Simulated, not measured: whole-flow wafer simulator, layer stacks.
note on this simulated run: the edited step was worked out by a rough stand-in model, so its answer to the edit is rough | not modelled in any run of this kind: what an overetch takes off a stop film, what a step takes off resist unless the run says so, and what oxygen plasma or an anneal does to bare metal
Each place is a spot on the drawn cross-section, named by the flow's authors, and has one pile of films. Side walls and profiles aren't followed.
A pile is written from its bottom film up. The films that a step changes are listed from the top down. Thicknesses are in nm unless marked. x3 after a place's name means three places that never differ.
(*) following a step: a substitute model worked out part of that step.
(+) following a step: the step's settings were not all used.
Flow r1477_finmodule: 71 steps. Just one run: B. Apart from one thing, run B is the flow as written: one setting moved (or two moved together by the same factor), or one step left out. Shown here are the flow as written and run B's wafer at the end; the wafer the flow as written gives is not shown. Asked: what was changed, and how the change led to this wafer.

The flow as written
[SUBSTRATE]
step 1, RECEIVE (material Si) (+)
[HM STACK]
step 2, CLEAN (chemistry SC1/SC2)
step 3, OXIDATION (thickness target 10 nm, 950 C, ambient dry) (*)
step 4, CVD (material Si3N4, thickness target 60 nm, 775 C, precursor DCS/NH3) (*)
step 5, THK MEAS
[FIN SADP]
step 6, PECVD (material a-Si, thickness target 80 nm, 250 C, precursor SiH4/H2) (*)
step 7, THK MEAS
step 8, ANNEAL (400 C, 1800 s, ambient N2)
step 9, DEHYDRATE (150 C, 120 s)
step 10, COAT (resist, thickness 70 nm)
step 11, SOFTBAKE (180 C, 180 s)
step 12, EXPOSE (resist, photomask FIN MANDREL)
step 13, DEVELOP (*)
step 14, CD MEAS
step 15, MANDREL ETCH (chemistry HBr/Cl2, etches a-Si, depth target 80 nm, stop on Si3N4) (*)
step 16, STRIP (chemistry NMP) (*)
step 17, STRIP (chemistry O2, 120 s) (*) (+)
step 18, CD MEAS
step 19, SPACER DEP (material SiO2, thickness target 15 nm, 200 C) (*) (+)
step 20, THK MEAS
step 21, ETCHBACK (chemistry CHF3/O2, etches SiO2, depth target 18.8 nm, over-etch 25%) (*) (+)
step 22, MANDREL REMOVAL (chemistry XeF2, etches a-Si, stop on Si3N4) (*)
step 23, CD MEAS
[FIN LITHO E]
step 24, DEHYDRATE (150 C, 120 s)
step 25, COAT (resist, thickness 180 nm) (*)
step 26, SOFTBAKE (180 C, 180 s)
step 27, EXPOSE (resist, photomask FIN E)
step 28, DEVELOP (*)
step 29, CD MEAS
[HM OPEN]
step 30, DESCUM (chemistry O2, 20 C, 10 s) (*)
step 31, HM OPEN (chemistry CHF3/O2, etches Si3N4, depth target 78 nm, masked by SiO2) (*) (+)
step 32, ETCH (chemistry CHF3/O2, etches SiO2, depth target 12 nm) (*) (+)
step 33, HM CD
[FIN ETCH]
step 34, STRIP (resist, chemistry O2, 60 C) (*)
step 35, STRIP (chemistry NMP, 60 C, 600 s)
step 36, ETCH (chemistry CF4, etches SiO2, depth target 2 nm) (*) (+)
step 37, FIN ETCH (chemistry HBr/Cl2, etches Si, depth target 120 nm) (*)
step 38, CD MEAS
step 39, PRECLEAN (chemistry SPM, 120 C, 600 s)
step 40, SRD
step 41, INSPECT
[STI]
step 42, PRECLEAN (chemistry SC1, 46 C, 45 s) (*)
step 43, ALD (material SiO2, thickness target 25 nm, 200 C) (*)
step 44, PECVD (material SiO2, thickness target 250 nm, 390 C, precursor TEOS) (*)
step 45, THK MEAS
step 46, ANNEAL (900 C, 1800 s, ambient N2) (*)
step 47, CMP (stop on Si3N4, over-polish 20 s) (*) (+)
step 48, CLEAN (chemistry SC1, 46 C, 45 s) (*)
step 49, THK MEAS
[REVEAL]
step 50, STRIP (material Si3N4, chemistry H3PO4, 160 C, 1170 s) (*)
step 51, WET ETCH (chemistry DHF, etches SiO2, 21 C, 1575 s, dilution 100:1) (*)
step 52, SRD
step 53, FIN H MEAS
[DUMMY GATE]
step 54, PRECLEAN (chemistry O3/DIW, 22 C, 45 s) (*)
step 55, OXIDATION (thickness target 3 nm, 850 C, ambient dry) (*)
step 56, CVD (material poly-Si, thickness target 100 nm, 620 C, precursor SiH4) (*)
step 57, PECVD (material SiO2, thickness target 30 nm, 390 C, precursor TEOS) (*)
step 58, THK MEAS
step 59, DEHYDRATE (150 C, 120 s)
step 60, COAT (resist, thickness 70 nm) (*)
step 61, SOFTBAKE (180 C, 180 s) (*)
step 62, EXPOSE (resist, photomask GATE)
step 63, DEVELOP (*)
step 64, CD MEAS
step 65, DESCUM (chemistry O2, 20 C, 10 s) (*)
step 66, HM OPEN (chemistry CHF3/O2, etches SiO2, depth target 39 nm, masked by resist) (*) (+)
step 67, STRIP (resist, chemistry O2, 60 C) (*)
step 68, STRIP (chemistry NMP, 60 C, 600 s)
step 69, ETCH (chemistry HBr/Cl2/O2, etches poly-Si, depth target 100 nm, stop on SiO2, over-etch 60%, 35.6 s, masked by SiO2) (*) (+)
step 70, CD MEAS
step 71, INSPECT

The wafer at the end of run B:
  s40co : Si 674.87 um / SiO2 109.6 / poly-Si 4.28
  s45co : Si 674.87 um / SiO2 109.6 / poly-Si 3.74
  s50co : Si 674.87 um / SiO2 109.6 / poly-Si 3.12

What caused this: step 69, ETCH: depth target 67 nm was run, while the flow as written has depth target 100 nm; step 69, ETCH: 23.9 s was run, where the flow has 35.6 s.

The path from the change to this, step by step:
  step 69, ETCH (chemistry HBr/Cl2/O2, etches poly-Si, depth target 100 nm, stop on SiO2, over-etch 60%, 35.6 s, masked by SiO2) (*) (+)
      s40co: chemical SiO2 loses 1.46 (all of it), poly-Si loses 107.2 (it would be, as written: chemical SiO2 loses 1.46 (all of it), poly-Si loses 111.5 (all of it), SiO2 loses 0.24)
      s45co: chemical SiO2 loses 1.46 (all of it), poly-Si loses 107.2 (it would be, as written: chemical SiO2 loses 1.46 (all of it), poly-Si loses 110.9 (all of it), SiO2 loses 0.25)
      (also at 19 further places)
